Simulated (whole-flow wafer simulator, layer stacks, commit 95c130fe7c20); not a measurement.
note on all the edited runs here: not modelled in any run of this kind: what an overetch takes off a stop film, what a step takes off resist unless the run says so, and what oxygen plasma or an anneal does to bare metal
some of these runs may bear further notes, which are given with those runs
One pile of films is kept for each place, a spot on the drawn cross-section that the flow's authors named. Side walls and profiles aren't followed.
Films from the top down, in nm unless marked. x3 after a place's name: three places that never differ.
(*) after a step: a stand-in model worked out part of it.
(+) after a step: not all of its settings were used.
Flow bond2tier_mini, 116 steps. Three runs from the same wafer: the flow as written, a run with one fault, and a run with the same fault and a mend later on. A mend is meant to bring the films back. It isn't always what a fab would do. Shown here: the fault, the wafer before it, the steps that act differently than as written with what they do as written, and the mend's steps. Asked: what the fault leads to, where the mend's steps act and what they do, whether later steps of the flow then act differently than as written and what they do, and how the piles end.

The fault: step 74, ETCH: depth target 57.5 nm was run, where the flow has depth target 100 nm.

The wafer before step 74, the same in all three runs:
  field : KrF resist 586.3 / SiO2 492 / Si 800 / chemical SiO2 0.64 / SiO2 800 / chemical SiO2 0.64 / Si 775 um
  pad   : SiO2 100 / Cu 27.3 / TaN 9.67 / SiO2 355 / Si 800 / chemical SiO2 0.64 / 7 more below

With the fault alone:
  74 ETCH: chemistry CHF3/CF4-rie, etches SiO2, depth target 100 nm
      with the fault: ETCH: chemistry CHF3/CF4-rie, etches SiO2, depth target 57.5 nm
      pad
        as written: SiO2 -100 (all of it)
        with the fault: SiO2 -57.5
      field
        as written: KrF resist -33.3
        with the fault: KrF resist -19.2
  Later steps of the flow that act differently than as written (1 more step differs only slightly, by at most 2% or 0.5 nm, whichever is larger, and isn't shown):
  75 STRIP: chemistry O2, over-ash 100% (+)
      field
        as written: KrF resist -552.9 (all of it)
        with the fault: KrF resist -567.1 (all of it)
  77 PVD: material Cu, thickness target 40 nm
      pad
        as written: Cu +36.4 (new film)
        with the fault: Cu +37.9 (new film)
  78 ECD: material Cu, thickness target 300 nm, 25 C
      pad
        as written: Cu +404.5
        with the fault: Cu +360.1
  At the end the piles differ from the flow's by more than 2% or 0.5 nm, whichever is larger, at pad.
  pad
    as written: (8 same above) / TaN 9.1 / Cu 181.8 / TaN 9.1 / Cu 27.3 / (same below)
    with the fault: (8 same above) / TaN 9.1 / Cu 138.9 / TaN 9.48 / SiO2 42.5 / Cu 27.3 / (same below)

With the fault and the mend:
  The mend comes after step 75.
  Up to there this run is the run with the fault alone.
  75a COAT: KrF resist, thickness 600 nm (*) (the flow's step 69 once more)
      field
        KrF resist +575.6 (new film)
      pad
        KrF resist +625.4 (new film)
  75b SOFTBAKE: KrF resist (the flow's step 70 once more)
      changes no film at any place that is followed
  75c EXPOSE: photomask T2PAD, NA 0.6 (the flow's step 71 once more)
      changes no film at any place that is followed
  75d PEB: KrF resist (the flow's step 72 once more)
      changes no film at any place that is followed
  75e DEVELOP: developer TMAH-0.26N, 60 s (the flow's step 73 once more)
      field
        KrF resist -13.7
      pad
        KrF resist -625.4 (all of it)
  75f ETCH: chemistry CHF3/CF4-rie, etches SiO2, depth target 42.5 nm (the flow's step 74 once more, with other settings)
      field
        KrF resist -14.2
      pad
        SiO2 -42.5 (all of it)
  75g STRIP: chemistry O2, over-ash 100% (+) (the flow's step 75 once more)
      field
        KrF resist -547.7 (all of it)
  No later step of the flow acts differently than as written at any place that is followed.
  At the end the piles are the same as the flow's at every place that both follow.
